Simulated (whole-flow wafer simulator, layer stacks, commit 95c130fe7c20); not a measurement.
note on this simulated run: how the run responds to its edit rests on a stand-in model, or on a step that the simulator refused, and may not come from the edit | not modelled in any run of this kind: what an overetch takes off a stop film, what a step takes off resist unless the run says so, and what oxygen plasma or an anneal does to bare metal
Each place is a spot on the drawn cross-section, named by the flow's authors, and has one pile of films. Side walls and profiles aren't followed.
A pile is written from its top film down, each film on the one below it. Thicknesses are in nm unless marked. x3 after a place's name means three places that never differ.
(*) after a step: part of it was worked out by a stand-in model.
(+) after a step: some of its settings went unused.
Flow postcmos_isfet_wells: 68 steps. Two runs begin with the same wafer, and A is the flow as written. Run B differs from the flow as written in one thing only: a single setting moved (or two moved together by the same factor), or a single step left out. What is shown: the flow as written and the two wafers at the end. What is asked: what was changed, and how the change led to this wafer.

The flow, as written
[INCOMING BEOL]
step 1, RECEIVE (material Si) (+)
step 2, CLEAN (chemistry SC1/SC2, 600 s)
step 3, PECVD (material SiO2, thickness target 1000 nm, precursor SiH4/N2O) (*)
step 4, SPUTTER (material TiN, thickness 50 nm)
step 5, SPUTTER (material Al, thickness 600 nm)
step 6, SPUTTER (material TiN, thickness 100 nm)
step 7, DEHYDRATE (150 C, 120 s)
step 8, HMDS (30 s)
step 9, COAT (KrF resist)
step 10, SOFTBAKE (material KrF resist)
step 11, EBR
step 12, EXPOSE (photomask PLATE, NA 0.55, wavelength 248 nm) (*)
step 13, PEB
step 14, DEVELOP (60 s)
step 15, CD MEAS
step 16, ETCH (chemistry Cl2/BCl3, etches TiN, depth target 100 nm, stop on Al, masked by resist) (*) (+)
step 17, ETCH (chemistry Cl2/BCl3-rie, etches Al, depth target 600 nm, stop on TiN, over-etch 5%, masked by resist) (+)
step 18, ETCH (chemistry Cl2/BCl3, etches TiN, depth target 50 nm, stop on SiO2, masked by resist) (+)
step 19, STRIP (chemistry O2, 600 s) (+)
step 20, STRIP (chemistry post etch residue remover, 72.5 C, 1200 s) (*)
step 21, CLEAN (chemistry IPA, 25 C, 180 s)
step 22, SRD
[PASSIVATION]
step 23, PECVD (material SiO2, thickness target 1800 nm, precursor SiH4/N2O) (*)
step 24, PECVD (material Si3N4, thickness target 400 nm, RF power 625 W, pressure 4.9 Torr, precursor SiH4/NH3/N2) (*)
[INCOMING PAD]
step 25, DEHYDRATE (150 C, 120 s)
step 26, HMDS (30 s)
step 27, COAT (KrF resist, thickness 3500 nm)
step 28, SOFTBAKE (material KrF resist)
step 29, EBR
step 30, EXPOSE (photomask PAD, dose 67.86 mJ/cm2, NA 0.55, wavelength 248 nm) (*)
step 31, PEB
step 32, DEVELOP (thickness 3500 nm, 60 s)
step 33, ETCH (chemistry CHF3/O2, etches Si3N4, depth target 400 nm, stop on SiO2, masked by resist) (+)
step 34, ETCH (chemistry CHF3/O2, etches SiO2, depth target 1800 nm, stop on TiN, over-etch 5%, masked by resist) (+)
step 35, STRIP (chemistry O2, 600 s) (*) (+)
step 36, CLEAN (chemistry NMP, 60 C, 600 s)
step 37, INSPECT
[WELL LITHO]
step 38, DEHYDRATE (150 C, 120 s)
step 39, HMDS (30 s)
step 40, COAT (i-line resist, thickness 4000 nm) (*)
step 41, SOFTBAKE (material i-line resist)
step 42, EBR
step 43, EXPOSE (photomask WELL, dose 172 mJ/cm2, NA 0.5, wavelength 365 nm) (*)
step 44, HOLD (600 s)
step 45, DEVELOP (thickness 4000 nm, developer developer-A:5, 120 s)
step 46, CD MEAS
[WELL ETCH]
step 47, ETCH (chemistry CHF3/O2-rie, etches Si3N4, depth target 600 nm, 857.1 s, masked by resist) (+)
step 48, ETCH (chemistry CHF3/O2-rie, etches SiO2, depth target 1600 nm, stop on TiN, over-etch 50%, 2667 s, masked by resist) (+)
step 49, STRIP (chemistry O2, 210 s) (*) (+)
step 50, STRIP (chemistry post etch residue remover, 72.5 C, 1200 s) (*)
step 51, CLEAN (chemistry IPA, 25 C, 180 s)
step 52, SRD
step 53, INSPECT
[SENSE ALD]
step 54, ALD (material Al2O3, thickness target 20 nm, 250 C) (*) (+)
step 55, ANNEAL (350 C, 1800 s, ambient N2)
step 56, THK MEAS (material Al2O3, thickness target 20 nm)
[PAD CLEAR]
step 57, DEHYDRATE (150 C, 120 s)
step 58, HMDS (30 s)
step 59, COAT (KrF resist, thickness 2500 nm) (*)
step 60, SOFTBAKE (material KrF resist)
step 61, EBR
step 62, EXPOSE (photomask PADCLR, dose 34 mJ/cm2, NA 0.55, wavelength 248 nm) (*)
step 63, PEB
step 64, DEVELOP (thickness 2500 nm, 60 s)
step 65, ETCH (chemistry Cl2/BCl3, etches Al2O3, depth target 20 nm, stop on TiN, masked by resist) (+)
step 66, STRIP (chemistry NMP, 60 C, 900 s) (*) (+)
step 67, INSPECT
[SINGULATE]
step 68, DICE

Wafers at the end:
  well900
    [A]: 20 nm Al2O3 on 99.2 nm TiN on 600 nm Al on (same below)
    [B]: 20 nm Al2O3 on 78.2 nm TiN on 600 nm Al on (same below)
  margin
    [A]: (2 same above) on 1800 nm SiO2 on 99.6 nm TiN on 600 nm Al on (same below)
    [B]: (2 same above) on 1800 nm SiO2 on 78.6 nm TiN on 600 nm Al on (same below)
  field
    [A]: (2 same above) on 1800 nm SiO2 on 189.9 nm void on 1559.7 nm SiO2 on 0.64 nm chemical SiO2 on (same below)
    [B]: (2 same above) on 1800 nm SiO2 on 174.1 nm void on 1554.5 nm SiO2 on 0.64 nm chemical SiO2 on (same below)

The reason: step 6, SPUTTER: thickness 79 nm was run, though the flow has thickness 100 nm.

The path from the change to this, step by step:
  step 6, SPUTTER (material TiN, thickness 100 nm)
      field, margin, well900, well1300 x3, pad_rim, pad_clr, pad_open: A TiN gains 100 (new film) | B TiN gains 79 (new film)
  step 16, ETCH (chemistry Cl2/BCl3, etches TiN, depth target 100 nm, stop on Al, masked by resist) (*) (+)
      field: A TiN loses 100 (all of it) | B TiN loses 79 (all of it)
  step 23, PECVD (material SiO2, thickness target 1800 nm, precursor SiH4/N2O) (*)
      field: A SiO2 gains 1800 (new film), void gains 189.9 (new film), SiO2 gains 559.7 | B SiO2 gains 1800 (new film), void gains 174.1 (new film), SiO2 gains 554.5
